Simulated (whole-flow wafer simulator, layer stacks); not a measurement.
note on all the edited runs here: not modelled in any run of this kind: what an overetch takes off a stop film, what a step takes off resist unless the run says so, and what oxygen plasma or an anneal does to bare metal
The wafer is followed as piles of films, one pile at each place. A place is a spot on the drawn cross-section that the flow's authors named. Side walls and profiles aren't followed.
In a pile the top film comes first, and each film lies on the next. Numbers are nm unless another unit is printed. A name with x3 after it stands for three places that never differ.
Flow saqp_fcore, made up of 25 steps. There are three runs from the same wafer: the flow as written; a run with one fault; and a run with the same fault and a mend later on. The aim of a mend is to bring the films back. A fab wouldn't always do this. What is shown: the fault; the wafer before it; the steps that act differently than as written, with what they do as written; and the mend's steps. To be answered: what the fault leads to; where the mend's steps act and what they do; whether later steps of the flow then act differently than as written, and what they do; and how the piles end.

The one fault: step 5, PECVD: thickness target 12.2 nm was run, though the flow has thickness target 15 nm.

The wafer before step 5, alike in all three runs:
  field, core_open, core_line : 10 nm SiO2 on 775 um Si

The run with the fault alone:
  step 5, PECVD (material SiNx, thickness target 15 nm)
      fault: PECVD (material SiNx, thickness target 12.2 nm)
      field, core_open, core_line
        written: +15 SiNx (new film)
        fault: +12.2 SiNx (new film)
  Later steps of the flow that are run all act as written at every place that is followed.
  By the end, the piles at field, core_open, core_line depart from the flow's by more than 2% or 0.5 nm, whichever is larger.
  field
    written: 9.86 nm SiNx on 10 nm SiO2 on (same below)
    fault: 7.06 nm SiNx on 10 nm SiO2 on (same below)
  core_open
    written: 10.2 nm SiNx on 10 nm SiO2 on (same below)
    fault: 7.38 nm SiNx on 10 nm SiO2 on (same below)
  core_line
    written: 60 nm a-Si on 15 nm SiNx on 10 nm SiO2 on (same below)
    fault: 60 nm a-Si on 12.2 nm SiNx on 10 nm SiO2 on (same below)

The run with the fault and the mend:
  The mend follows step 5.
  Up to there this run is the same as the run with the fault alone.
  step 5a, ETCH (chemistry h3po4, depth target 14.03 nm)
      field, core_open, core_line
        -12.2 SiNx (all of it)
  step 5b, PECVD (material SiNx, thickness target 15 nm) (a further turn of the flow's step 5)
      field, core_open, core_line
        +15 SiNx (new film)
  Later steps of the flow that are run all act as written at every place that is followed.
  The piles end the same as the flow's at every place that both follow.
